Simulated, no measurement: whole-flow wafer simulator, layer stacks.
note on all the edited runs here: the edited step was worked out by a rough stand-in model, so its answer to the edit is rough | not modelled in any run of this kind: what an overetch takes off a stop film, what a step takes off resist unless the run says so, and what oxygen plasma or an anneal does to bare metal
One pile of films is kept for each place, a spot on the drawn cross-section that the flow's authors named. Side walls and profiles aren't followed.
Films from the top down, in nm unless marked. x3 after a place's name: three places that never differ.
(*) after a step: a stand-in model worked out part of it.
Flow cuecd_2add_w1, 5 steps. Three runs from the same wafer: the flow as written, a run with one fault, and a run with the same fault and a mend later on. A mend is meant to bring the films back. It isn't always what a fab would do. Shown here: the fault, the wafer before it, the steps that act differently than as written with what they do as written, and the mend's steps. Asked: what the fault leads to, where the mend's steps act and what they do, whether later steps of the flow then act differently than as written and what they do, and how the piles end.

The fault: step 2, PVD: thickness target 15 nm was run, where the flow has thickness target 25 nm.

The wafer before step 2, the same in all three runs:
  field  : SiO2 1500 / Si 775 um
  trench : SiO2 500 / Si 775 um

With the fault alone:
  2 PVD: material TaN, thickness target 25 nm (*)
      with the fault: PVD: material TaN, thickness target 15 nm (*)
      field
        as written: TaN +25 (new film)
        with the fault: TaN +15 (new film)
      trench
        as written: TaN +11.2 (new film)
        with the fault: TaN +6.74 (new film)
  No later step of the flow acts differently than as written, at any place that is followed, by more than 2% or 0.5 nm, whichever is larger.
  At the end the piles differ from the flow's by more than 2% or 0.5 nm, whichever is larger, at field, trench.
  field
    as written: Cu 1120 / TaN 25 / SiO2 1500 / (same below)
    with the fault: Cu 1120 / TaN 15 / SiO2 1500 / (same below)
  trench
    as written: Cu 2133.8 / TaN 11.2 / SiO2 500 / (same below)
    with the fault: Cu 2128.3 / TaN 6.74 / SiO2 500 / (same below)

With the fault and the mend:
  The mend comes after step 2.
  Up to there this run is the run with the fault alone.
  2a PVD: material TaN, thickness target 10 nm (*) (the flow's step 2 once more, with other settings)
      field
        TaN +10
      trench
        TaN +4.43
  No later step of the flow acts differently than as written at any place that is followed.
  At the end the piles are the same as the flow's at every place that both follow.
